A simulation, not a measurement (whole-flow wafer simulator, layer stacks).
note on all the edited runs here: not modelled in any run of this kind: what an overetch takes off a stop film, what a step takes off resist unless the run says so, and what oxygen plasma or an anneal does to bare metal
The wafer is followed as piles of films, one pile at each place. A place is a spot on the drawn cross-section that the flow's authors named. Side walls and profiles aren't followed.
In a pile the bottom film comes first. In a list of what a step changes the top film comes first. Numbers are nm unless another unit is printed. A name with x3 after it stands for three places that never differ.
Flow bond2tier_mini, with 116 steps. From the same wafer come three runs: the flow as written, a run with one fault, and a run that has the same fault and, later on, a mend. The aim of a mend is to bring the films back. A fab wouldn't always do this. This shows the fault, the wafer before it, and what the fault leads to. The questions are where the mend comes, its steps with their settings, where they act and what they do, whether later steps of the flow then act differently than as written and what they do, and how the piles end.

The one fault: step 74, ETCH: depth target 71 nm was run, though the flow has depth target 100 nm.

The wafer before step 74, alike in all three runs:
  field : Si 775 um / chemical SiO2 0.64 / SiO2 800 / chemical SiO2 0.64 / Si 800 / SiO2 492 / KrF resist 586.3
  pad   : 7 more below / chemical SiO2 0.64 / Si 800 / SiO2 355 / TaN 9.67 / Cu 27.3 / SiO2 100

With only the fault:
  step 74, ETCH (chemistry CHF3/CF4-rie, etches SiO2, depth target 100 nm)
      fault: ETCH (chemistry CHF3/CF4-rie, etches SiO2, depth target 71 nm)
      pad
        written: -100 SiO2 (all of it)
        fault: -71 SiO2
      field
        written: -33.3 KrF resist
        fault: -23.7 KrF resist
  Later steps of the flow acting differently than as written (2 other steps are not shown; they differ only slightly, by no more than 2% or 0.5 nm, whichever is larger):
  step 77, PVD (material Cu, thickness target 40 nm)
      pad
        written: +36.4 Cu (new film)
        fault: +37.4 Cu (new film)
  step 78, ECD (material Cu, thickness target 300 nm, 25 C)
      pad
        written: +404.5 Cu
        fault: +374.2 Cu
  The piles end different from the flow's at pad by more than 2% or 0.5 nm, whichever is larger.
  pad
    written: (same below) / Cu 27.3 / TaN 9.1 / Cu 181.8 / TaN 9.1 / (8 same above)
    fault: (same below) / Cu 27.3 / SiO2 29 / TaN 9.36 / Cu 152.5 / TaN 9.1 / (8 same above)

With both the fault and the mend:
  The mend follows step 74.
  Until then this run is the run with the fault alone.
  step 74a, ETCH (chemistry CHF3/CF4-rie, etches SiO2, depth target 29 nm) (the flow's step 74 again, with other settings)
      field
        -9.67 KrF resist
      pad
        -29 SiO2 (all of it)
  None of the later steps of the flow acts differently than as written at any place that is followed.
  The piles end the same as the flow's at every place that both follow.
